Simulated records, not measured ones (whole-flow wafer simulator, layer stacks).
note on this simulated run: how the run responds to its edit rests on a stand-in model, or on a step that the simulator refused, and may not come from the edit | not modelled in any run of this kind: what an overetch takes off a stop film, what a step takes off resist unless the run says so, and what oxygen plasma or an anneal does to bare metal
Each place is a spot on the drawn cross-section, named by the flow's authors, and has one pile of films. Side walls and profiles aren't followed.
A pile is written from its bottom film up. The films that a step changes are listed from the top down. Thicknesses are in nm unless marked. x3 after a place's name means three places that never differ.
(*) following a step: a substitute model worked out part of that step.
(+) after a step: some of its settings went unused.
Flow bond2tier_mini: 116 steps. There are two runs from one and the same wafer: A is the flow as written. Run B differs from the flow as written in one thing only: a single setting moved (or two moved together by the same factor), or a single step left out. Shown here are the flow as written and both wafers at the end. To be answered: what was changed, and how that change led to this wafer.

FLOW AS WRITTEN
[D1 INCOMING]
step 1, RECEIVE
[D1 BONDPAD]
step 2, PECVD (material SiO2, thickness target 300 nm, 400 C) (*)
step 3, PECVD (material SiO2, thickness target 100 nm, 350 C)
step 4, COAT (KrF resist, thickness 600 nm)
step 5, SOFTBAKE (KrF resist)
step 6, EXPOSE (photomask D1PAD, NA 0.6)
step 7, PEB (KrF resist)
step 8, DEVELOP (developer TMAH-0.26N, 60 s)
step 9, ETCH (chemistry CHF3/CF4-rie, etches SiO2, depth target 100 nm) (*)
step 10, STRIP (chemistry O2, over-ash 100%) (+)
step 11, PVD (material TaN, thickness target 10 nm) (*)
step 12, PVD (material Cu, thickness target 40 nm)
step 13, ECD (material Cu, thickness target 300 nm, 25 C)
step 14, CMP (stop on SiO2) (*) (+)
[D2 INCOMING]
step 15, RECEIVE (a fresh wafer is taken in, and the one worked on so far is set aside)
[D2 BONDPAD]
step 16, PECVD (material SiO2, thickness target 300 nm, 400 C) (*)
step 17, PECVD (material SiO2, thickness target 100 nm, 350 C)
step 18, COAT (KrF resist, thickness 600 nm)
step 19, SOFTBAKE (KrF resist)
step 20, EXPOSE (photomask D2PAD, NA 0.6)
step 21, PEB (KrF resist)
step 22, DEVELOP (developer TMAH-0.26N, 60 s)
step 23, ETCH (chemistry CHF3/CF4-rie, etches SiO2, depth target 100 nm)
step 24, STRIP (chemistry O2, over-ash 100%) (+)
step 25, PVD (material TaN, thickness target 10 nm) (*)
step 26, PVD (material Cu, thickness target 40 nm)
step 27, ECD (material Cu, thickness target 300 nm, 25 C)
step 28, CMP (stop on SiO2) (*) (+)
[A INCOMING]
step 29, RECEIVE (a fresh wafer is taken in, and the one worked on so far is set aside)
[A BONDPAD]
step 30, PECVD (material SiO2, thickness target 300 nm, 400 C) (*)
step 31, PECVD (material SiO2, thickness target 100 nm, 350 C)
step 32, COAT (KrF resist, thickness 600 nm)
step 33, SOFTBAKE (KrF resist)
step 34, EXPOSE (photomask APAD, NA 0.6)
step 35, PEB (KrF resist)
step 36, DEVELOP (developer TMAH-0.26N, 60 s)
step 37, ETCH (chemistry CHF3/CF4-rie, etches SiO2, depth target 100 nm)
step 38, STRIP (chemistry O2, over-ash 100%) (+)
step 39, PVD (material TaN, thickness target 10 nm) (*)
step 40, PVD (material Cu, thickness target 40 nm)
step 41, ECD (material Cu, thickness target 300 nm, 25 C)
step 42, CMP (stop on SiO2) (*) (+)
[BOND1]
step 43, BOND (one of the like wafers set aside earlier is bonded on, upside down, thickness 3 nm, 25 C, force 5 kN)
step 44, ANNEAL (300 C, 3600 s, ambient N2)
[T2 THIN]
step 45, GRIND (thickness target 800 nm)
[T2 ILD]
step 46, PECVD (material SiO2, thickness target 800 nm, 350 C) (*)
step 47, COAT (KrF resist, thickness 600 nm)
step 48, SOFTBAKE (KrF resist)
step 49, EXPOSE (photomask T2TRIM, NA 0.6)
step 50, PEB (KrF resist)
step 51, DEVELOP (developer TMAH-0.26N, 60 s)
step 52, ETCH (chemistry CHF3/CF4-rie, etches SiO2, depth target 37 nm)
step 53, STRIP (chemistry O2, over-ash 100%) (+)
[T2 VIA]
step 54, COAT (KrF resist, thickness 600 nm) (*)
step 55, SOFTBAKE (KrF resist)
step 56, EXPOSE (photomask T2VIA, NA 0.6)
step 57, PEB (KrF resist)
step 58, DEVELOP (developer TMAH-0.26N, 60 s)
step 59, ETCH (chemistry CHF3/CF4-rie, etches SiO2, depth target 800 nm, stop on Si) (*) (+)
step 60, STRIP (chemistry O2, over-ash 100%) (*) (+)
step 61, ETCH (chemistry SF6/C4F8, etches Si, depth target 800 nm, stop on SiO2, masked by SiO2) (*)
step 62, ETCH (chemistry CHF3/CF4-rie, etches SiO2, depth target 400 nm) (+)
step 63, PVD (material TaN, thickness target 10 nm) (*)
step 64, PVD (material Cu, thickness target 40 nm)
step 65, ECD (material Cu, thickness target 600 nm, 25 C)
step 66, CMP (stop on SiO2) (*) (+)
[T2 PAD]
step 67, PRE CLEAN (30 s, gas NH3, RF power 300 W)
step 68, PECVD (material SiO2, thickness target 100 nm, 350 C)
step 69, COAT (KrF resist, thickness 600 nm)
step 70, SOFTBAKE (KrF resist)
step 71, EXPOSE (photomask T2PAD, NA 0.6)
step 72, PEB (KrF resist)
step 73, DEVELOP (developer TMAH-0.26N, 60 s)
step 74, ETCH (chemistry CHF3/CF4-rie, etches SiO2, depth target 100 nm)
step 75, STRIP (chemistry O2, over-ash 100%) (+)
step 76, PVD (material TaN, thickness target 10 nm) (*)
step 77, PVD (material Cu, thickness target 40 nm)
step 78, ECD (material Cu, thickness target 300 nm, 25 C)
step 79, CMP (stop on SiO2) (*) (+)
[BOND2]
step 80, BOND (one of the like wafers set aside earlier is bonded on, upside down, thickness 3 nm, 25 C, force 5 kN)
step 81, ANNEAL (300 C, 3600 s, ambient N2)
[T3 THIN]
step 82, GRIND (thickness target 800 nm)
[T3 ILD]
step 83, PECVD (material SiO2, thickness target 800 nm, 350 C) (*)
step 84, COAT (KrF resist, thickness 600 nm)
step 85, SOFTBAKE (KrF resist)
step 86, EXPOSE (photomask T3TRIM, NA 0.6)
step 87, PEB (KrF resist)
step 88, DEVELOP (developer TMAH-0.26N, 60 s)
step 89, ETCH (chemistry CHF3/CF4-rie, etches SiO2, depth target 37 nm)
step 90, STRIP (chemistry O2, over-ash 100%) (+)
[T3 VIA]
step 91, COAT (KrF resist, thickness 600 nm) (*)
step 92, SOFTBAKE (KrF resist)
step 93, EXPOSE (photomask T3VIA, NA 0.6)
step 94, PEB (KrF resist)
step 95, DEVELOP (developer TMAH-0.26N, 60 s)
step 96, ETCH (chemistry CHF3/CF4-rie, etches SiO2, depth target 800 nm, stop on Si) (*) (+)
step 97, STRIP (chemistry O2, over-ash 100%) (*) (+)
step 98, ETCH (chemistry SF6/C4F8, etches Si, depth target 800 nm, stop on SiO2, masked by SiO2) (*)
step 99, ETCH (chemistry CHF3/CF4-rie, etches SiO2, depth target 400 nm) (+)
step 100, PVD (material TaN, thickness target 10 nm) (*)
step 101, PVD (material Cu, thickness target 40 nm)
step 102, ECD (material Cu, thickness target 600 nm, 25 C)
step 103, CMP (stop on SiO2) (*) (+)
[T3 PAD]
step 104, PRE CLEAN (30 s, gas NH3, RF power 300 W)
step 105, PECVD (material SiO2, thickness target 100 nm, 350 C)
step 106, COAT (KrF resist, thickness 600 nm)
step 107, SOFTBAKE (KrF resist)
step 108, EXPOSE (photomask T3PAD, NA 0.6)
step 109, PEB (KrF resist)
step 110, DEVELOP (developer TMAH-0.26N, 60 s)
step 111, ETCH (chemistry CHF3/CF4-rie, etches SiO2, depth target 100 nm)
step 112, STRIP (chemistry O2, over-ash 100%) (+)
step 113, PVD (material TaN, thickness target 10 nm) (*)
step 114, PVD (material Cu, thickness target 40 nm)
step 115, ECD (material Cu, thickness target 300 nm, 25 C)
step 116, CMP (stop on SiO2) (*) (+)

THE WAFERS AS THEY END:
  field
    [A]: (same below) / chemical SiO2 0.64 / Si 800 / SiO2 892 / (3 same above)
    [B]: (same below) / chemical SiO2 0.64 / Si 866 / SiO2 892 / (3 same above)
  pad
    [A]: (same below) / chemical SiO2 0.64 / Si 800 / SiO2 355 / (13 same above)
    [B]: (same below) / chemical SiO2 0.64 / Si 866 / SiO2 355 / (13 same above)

Cause: step 45, GRIND: thickness target 866 nm was run, though the flow has thickness target 800 nm.
The wafer lets one read it off: field has Si 866, and step 45 as written asks for 800 nm.

How this came from the change, step by step:
  step 45, GRIND (thickness target 800 nm)
      field, pad, via: A -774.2 um Si | B -774.13 um Si
